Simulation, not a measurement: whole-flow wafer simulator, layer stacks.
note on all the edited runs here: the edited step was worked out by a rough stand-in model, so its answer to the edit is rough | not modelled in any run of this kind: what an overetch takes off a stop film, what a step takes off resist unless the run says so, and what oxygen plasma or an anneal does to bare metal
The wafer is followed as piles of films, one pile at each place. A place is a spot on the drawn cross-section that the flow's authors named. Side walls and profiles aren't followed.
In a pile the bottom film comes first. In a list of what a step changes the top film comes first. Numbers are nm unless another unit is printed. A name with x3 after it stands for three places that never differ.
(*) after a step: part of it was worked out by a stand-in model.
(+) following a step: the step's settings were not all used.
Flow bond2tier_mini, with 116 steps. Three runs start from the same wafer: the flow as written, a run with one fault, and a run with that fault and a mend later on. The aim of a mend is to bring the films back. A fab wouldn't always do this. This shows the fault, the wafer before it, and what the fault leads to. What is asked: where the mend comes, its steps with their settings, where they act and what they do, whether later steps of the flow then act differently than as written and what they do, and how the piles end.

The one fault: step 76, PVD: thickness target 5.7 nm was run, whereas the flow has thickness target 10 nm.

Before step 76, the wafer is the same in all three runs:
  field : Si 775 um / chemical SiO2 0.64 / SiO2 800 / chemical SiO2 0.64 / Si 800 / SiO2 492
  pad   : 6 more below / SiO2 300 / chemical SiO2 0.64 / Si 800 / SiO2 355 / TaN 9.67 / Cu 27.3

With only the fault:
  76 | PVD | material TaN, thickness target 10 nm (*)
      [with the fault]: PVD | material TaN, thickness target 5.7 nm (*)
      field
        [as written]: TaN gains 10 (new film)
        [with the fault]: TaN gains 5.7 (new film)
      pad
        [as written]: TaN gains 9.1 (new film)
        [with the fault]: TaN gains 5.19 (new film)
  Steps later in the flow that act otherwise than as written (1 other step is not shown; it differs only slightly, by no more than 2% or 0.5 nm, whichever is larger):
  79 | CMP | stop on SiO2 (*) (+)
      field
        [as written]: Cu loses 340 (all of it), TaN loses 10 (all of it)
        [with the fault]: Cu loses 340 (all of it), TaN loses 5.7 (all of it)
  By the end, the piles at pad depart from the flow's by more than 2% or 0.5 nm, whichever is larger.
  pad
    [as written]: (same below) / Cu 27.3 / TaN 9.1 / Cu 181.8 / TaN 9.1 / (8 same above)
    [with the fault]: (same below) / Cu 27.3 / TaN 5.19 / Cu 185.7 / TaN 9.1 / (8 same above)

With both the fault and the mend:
  After step 76 comes the mend.
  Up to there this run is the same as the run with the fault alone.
  76a | PVD | material TaN, thickness target 4.3 nm (*) (the flow's step 76, run once more with other settings)
      field
        TaN gains 4.3
      pad
        TaN gains 3.91
  None of the later steps of the flow acts differently than as written at any place that is followed.
  The piles end the same as the flow's at every place that both follow.
